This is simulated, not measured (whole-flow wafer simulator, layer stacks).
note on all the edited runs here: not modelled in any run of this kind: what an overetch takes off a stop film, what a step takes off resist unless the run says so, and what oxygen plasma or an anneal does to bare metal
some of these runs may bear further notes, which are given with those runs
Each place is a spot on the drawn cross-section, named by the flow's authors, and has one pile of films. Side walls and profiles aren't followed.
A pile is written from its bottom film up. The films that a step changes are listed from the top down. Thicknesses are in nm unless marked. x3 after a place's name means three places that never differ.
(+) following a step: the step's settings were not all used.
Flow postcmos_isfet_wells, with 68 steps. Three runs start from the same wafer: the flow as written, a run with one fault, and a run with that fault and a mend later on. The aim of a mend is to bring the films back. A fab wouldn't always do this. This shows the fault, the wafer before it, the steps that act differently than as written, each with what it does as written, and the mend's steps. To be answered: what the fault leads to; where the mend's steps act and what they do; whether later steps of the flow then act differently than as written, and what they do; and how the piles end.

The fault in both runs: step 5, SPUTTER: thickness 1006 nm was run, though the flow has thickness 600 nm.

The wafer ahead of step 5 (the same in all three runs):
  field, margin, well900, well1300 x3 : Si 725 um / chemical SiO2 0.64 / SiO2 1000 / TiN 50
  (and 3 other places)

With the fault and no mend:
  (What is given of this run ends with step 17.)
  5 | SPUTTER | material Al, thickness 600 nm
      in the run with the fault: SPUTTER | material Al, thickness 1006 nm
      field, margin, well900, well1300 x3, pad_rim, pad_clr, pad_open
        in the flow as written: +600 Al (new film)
        in the run with the fault: +1006 Al (new film)
  Steps later in the flow that act otherwise than as written:
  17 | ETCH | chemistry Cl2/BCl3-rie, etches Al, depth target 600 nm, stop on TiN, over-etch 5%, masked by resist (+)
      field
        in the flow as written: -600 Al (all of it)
        in the run with the fault: -600 Al
  The piles after step 17 differ from the flow's at field, margin, well900, well1300 x3, pad_rim, pad_clr, pad_open by more than 2% or 0.5 nm, whichever is larger.
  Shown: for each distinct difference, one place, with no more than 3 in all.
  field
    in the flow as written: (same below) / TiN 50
    in the run with the fault: (same below) / TiN 50 / Al 406
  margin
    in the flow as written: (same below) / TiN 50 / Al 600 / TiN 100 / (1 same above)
    in the run with the fault: (same below) / TiN 50 / Al 1006 / TiN 100 / (1 same above)

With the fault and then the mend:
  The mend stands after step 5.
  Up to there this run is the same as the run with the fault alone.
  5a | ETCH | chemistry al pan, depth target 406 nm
      field, margin, well900, well1300 x3, pad_rim, pad_clr, pad_open
        -406 Al
  None of the later steps of the flow acts differently than as written at any place that is followed.
  The piles end the same as the flow's at every place that both follow.
